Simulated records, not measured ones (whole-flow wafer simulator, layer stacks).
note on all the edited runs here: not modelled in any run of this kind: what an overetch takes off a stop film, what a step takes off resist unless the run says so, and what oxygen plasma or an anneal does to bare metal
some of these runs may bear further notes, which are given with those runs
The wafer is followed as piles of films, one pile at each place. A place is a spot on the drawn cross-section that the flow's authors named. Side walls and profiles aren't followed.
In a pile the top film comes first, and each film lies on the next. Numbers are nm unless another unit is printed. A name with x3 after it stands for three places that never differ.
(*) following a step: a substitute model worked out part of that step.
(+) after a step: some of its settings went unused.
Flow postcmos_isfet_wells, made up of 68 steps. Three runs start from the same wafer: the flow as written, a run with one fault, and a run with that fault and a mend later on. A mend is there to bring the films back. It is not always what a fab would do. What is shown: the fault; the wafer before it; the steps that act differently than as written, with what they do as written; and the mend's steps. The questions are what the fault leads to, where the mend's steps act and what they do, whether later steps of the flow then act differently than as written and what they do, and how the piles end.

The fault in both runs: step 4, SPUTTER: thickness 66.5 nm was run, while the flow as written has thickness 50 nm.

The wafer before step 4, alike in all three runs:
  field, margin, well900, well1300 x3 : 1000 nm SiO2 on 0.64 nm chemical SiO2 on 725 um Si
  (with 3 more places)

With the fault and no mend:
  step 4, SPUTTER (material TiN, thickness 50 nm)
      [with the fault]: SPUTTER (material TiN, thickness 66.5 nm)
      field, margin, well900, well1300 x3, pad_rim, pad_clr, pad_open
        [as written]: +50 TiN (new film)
        [with the fault]: +66.5 TiN (new film)
  Later steps of the flow acting differently than as written (1 other step is not shown; it differs only slightly, by no more than 2% or 0.5 nm, whichever is larger):
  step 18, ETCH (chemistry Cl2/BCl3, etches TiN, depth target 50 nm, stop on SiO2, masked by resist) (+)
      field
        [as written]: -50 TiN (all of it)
        [with the fault]: -50 TiN
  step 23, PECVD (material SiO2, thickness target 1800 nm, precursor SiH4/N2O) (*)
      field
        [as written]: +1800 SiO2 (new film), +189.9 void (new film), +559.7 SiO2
        [with the fault]: +1800 SiO2 (new film), +190.2 void (new film), +559.8 SiO2 (new film)
  At field, margin, well900, well1300 x3, pad_rim, pad_clr, pad_open, the piles at the end differ from the flow's by more than 2% or 0.5 nm, whichever is larger.
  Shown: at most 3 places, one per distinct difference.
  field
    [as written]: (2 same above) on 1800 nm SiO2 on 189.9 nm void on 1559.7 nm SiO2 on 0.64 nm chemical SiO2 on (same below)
    [with the fault]: (2 same above) on 1800 nm SiO2 on 190.2 nm void on 559.8 nm SiO2 on 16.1 nm TiN on 1000 nm SiO2 on 0.64 nm chemical SiO2 on (same below)
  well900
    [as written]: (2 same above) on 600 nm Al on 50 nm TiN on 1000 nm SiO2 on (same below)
    [with the fault]: (2 same above) on 600 nm Al on 66.5 nm TiN on 1000 nm SiO2 on (same below)
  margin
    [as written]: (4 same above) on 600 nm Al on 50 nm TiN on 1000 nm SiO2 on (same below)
    [with the fault]: (4 same above) on 600 nm Al on 66.5 nm TiN on 1000 nm SiO2 on (same below)

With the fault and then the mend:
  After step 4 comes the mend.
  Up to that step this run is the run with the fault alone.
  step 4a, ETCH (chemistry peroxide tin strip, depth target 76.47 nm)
      field, margin, well900, well1300 x3, pad_rim, pad_clr, pad_open
        -66.5 TiN (all of it)
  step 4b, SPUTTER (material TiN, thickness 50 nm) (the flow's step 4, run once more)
      field, margin, well900, well1300 x3, pad_rim, pad_clr, pad_open
        +50 TiN (new film)
  Every later step of the flow that is run acts as written at every place that is followed.
  The piles end the same as the flow's at every place that both follow.
